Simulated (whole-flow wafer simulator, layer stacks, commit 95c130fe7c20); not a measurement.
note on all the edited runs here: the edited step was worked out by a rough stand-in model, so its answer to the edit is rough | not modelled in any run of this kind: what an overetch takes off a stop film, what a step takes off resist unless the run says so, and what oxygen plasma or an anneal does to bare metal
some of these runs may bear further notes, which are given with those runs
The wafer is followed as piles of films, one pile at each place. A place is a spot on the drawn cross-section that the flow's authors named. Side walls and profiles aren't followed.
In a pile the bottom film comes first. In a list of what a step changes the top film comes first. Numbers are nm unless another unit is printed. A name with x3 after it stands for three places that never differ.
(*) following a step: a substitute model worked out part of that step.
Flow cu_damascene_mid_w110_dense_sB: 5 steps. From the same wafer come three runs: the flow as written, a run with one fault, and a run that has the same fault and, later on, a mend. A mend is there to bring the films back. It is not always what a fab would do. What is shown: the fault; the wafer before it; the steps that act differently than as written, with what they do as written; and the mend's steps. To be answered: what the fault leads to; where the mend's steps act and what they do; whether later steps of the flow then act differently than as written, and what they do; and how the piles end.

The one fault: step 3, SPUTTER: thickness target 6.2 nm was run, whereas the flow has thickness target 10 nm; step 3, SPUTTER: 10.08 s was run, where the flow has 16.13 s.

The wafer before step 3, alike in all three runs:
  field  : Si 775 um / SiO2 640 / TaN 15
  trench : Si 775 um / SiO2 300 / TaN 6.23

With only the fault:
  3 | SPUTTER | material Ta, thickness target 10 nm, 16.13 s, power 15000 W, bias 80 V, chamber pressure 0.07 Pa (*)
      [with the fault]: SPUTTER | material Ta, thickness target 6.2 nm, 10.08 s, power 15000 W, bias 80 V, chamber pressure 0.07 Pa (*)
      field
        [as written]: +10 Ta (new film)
        [with the fault]: +6.2 Ta (new film)
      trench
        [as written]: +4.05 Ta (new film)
        [with the fault]: +2.51 Ta (new film)
  Every later step of the flow that is run acts as written, at every place that is followed, to within 2% or 0.5 nm, whichever is larger.
  At field, trench, the piles at the end differ from the flow's by more than 2% or 0.5 nm, whichever is larger.
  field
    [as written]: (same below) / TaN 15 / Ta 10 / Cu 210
    [with the fault]: (same below) / TaN 15 / Ta 6.2 / Cu 210
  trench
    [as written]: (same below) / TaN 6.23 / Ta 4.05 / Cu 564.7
    [with the fault]: (same below) / TaN 6.23 / Ta 2.51 / Cu 562.5

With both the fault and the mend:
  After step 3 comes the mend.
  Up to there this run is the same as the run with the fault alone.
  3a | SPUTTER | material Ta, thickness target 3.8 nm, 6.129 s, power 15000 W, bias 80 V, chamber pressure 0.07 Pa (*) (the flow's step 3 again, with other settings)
      field
        +3.8 Ta
      trench
        +1.5 Ta
  Every later step of the flow that is run acts as written at every place that is followed.
  The piles end only slightly different from the flow's at the places that both follow, by no more than 2% or 0.5 nm, whichever is larger.
